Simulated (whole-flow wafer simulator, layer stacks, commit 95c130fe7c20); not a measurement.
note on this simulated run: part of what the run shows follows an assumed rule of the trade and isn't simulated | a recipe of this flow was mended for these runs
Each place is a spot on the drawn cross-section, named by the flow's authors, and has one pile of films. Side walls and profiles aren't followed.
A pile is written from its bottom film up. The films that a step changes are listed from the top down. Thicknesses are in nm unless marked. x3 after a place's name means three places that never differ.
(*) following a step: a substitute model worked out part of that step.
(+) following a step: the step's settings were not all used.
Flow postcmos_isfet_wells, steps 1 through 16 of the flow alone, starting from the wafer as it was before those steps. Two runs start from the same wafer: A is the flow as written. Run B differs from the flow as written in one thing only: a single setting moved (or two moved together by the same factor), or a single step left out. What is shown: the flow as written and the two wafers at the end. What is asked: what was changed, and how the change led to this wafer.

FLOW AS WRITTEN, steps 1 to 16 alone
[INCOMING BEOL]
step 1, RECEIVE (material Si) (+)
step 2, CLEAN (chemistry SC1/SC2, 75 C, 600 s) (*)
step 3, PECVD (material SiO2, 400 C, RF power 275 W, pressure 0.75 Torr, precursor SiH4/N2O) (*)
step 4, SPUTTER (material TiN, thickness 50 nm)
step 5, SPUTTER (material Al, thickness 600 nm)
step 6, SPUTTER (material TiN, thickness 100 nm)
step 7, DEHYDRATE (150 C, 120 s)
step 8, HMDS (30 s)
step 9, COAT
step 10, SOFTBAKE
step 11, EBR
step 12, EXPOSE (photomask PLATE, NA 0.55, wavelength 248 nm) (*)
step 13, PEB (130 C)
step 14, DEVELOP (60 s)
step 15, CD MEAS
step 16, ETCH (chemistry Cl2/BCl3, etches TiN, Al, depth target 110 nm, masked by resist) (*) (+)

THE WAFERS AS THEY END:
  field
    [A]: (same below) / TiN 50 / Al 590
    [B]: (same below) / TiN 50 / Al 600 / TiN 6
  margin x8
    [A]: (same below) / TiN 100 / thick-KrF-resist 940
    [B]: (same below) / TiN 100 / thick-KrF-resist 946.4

The reason: step 16, ETCH: depth target 94 nm was run, while the flow as written has depth target 110 nm.

Step by step, how the change led to this:
  step 16, ETCH (chemistry Cl2/BCl3, etches TiN, Al, depth target 110 nm, masked by resist) (*) (+)
      field: A TiN loses 100 (all of it), Al loses 10 | B TiN loses 94
      margin x8: A thick-KrF-resist loses 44 | B thick-KrF-resist loses 37.6
